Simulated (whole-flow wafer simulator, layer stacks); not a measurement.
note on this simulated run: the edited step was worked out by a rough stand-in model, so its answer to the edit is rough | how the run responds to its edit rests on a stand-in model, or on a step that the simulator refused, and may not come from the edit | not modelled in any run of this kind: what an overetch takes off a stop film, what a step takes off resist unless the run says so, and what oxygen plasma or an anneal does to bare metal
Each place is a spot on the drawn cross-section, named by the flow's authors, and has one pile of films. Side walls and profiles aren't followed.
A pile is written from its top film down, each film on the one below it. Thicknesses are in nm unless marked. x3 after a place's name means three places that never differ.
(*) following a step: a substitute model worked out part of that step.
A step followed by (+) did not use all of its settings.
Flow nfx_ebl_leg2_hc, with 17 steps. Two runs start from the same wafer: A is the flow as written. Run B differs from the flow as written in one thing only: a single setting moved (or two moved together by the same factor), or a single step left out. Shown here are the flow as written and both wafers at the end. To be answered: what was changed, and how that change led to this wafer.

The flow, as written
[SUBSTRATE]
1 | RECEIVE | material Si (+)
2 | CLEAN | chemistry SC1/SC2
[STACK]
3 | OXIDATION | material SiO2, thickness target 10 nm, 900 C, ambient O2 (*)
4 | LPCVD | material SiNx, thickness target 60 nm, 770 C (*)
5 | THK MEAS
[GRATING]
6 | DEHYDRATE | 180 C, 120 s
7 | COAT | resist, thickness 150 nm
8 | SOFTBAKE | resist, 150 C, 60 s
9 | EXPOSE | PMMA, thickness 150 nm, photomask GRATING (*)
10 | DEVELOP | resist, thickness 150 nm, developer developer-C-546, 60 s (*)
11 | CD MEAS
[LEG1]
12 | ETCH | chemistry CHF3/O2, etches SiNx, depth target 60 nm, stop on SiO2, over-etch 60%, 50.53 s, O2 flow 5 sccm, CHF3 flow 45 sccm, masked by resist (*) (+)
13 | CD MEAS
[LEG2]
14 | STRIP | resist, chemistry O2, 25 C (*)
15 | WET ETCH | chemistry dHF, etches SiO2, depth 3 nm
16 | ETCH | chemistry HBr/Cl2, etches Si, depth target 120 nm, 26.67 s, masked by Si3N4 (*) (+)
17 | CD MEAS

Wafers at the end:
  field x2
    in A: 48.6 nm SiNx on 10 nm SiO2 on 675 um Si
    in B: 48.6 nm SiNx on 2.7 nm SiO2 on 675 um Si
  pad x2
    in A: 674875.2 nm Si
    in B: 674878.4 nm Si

What caused this: step 3, OXIDATION: 720 C was run, whereas the flow has 900 C.

The path from the change to this, step by step:
  3 | OXIDATION | material SiO2, thickness target 10 nm, 900 C, ambient O2 (*)
      field x2, pad x2: A +10 SiO2 (new film), -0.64 chemical SiO2 (all of it), -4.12 Si | B +2.7 SiO2 (new film), -0.64 chemical SiO2 (all of it), -0.9 Si
  12 | ETCH | chemistry CHF3/O2, etches SiNx, depth target 60 nm, stop on SiO2, over-etch 60%, 50.53 s, O2 flow 5 sccm, CHF3 flow 45 sccm, masked by resist (*) (+)
      pad x2: A -60 SiNx (all of it), -10 SiO2 (all of it) | B -60 SiNx (all of it), -2.7 SiO2 (all of it)
